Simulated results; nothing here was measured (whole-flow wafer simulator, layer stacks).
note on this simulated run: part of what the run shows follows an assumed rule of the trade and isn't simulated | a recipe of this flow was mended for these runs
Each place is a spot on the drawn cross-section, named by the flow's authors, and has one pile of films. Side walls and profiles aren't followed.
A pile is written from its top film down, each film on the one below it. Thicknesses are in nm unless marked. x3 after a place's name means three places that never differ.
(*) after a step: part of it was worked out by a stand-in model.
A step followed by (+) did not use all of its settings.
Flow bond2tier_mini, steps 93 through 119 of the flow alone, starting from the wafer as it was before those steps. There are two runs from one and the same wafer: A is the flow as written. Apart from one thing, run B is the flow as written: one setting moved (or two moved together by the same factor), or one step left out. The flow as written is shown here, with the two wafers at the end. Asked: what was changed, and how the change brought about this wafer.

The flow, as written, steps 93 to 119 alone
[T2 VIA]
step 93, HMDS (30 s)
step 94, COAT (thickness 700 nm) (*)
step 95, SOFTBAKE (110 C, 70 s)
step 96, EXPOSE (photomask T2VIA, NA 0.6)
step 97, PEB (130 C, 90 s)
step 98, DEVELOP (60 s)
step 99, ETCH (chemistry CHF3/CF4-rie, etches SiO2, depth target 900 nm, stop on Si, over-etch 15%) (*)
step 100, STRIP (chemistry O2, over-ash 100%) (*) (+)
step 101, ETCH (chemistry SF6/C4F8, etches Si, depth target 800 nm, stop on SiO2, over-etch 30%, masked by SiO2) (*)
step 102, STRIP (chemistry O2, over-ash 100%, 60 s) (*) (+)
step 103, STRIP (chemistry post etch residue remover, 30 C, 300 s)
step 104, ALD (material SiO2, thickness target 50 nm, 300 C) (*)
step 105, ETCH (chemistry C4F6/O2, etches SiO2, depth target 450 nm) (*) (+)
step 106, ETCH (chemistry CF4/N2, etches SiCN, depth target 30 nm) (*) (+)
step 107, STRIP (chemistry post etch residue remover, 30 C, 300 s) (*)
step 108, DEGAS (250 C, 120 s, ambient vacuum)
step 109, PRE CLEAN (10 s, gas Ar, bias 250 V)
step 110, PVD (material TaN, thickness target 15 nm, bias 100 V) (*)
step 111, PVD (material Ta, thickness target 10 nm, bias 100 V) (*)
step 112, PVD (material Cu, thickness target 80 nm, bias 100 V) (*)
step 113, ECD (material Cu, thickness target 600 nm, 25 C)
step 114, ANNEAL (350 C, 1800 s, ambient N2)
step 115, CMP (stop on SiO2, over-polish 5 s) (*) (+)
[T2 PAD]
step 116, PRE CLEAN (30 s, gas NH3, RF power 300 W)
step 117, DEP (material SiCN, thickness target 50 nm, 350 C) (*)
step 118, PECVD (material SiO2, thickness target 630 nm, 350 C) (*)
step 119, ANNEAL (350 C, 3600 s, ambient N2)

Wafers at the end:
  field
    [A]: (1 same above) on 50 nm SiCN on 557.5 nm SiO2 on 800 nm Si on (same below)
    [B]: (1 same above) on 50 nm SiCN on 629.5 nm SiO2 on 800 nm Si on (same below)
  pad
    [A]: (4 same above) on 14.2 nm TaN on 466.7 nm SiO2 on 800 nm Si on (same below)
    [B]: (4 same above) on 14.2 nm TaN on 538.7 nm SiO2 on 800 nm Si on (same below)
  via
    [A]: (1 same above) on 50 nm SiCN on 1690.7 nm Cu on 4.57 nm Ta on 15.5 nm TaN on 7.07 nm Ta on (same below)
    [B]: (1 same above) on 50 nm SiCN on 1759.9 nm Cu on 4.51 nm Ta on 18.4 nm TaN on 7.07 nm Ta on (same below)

What caused this: step 105, ETCH: depth target 378 nm was run, though the flow has depth target 450 nm.

How this came from the change, step by step:
  step 105, ETCH (chemistry C4F6/O2, etches SiO2, depth target 450 nm) (*) (+)
      field, pad: A -450 SiO2 | B -378 SiO2
      via: A -348.1 SiO2 (all of it), -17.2 SiCN | B -348.1 SiO2 (all of it), -5.04 SiCN
  step 106, ETCH (chemistry CF4/N2, etches SiCN, depth target 30 nm) (*) (+)
      via: A -17.6 SiCN (all of it), -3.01 TaN | B -29.8 SiCN (all of it), -0.05 TaN
  step 113, ECD (material Cu, thickness target 600 nm, 25 C)
      via: A +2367 Cu | B +2436.8 Cu
